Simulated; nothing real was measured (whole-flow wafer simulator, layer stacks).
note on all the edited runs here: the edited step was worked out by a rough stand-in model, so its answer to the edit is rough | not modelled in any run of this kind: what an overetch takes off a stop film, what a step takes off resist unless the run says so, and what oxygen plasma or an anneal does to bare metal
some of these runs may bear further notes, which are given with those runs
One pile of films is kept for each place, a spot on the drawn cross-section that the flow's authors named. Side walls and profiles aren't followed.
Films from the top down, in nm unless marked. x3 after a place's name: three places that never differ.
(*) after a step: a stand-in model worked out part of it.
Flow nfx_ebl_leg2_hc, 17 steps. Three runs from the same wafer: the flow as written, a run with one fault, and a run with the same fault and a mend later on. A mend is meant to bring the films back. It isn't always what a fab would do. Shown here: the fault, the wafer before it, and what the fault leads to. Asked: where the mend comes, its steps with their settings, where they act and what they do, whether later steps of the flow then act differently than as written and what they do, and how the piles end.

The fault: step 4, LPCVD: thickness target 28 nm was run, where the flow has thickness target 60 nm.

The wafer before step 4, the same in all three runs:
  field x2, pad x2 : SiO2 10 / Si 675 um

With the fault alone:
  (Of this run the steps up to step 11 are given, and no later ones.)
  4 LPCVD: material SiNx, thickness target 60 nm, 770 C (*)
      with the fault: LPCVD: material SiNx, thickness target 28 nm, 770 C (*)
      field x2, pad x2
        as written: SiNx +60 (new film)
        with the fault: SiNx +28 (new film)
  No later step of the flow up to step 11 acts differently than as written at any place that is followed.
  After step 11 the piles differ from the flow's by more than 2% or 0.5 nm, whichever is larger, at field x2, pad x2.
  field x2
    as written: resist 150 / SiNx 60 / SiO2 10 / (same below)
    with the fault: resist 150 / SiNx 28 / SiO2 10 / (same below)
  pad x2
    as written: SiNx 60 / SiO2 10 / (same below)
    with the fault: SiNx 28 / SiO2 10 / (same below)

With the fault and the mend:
  The mend comes after step 5.
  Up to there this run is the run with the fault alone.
  5a ETCH: chemistry h3po4, depth target 32.2 nm
      field x2, pad x2
        SiNx -28 (all of it)
  5b CLEAN: chemistry SC1/SC2 (the flow's step 2 once more)
      changes no film at any place that is followed
  5c LPCVD: material SiNx, thickness target 60 nm, 770 C (*) (the flow's step 4 once more)
      field x2, pad x2
        SiNx +60 (new film)
  No later step of the flow acts differently than as written at any place that is followed.
  At the end the piles are the same as the flow's at every place that both follow.
